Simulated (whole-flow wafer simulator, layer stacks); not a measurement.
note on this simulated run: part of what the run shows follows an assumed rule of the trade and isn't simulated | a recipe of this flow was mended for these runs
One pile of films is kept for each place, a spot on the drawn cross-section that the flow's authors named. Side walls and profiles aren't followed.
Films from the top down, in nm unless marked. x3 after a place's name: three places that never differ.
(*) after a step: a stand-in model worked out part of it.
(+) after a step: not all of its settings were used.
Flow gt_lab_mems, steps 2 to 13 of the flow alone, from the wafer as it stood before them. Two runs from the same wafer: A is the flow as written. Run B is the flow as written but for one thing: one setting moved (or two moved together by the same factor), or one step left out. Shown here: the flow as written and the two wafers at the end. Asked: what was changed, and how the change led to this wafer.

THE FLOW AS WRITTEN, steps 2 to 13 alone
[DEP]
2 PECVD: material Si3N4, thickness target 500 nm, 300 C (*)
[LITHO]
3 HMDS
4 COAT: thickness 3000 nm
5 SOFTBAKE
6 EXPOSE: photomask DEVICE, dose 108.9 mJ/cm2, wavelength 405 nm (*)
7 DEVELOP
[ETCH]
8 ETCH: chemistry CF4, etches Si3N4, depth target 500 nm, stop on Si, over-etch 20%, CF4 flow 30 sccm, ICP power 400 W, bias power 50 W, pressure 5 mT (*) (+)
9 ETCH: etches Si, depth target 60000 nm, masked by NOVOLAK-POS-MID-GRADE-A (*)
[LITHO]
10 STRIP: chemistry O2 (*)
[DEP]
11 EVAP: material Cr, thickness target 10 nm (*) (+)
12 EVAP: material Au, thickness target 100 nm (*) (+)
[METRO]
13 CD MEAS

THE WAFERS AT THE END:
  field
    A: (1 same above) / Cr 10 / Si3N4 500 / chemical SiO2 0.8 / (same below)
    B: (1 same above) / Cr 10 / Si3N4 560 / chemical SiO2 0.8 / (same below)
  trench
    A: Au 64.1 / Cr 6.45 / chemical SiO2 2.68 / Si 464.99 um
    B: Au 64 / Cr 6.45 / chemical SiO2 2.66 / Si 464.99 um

The cause: step 2, PECVD: thickness target 560 nm was run, where the flow has thickness target 500 nm; step 8, ETCH: depth target 560 nm was run, where the flow has depth target 500 nm.
It can be read off the wafer: field has Si3N4 560, and step 2 as written asks for 500 nm.

How the change led to this, step by step:
  2 PECVD: material Si3N4, thickness target 500 nm, 300 C (*)
      field, trench: A Si3N4 +500 (new film) | B Si3N4 +560 (new film)
  8 ETCH: chemistry CF4, etches Si3N4, depth target 500 nm, stop on Si, over-etch 20%, CF4 flow 30 sccm, ICP power 400 W, bias power 50 W, pressure 5 mT (*) (+)
      field: A g/i-line-resist -400 | B g/i-line-resist -448
      trench: A Si3N4 -500 (all of it), chemical SiO2 -0.8 (all of it), Si -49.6 | B Si3N4 -560 (all of it), chemical SiO2 -0.8 (all of it), Si -55.6
  10 STRIP: chemistry O2 (*)
      field: A g/i-line-resist -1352 (all of it) | B g/i-line-resist -1304 (all of it)
